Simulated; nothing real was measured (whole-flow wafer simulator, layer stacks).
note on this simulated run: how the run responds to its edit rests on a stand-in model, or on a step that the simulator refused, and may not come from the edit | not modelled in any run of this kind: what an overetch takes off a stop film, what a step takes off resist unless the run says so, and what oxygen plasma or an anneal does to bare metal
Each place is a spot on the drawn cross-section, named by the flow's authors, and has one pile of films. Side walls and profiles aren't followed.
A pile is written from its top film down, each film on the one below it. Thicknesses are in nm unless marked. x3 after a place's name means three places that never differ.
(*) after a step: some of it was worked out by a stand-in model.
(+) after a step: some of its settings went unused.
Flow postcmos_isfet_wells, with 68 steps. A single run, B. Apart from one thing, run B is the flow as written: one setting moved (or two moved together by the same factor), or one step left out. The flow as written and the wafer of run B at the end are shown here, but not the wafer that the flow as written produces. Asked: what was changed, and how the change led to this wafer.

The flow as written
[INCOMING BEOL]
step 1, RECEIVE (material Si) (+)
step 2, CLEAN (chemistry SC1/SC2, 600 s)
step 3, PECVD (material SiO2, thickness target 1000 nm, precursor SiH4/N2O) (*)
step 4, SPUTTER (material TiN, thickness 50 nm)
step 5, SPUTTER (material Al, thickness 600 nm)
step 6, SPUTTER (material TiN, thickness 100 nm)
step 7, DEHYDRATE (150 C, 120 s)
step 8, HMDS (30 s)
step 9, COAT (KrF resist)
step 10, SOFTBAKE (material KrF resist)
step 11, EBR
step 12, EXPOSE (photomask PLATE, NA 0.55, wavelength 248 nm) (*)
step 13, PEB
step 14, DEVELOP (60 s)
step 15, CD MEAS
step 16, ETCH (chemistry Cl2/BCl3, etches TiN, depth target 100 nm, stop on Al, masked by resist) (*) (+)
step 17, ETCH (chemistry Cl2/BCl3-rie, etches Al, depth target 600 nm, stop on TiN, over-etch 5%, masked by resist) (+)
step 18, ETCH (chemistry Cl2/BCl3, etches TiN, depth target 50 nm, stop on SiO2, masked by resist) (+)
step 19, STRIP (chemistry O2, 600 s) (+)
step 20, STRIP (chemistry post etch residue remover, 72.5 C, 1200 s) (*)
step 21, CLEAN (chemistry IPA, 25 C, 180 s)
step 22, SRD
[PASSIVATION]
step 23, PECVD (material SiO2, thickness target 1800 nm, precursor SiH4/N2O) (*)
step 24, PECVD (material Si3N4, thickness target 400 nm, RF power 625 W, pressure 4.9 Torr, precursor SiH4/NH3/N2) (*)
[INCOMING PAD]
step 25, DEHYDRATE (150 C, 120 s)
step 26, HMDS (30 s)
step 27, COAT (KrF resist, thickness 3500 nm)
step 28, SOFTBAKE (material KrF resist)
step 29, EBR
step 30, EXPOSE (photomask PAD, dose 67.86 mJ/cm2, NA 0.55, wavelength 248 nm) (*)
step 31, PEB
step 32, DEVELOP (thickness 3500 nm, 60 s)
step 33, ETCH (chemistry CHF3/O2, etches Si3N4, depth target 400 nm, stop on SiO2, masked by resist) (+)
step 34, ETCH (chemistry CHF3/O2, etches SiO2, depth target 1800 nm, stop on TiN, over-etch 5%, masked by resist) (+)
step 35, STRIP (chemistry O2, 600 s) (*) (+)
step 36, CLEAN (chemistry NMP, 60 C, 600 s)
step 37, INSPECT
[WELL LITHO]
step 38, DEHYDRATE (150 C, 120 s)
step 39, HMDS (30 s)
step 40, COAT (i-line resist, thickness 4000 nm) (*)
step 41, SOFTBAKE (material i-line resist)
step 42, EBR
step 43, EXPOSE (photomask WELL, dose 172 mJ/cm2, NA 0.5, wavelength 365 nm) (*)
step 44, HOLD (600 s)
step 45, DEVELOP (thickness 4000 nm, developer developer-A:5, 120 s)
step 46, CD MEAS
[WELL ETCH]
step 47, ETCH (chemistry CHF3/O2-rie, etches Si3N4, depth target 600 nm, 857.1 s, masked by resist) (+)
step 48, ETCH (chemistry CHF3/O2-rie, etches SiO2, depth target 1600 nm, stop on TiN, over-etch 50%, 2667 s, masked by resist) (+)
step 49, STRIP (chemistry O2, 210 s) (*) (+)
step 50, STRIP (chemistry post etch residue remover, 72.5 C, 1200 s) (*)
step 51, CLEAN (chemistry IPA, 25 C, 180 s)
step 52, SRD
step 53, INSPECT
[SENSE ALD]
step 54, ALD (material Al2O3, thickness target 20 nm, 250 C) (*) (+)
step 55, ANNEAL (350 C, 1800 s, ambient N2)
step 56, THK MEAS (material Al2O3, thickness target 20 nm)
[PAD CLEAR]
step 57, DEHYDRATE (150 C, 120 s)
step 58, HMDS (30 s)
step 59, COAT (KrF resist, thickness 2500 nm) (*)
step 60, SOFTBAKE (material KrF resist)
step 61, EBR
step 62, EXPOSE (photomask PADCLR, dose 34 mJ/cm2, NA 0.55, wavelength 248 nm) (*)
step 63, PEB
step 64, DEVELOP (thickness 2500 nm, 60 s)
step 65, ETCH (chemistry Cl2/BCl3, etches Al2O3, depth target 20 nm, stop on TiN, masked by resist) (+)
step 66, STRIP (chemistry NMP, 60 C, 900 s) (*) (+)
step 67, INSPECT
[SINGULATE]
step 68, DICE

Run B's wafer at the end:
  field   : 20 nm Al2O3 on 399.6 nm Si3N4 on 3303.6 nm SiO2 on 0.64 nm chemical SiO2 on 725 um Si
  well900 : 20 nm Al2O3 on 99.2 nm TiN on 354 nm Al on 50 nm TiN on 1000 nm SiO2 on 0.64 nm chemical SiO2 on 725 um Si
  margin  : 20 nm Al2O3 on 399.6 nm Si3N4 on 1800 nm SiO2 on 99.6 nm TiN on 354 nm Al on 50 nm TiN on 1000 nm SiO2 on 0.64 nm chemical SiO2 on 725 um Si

What caused this: step 5, SPUTTER: thickness 354 nm was run, though the flow has thickness 600 nm.
The wafer itself shows it: well900 has Al 354, and step 5 as written asks for 600 nm.

How this came from the change, step by step:
  step 5, SPUTTER (material Al, thickness 600 nm)
      field, margin, well900, well1300 x3, pad_rim, pad_clr, pad_open: Al gains 354 (new film) (as written it would have been: Al gains 600 (new film))
  step 17, ETCH (chemistry Cl2/BCl3-rie, etches Al, depth target 600 nm, stop on TiN, over-etch 5%, masked by resist) (+)
      margin, well900, well1300 x3, pad_rim, pad_clr, pad_open: KrF resist loses 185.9 (as written it would have been: KrF resist loses 300)
      field: Al loses 354 (all of it) (as written it would have been: Al loses 600 (all of it))
  step 19, STRIP (chemistry O2, 600 s) (+)
      margin, well900, well1300 x3, pad_rim, pad_clr, pad_open: KrF resist loses 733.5 (all of it) (as written it would have been: KrF resist loses 619.4 (all of it))
  step 23, PECVD (material SiO2, thickness target 1800 nm, precursor SiH4/N2O) (*)
      field: SiO2 gains 2303.6 (as written it would have been: SiO2 gains 1800 (new film), void gains 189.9 (new film), SiO2 gains 559.7)
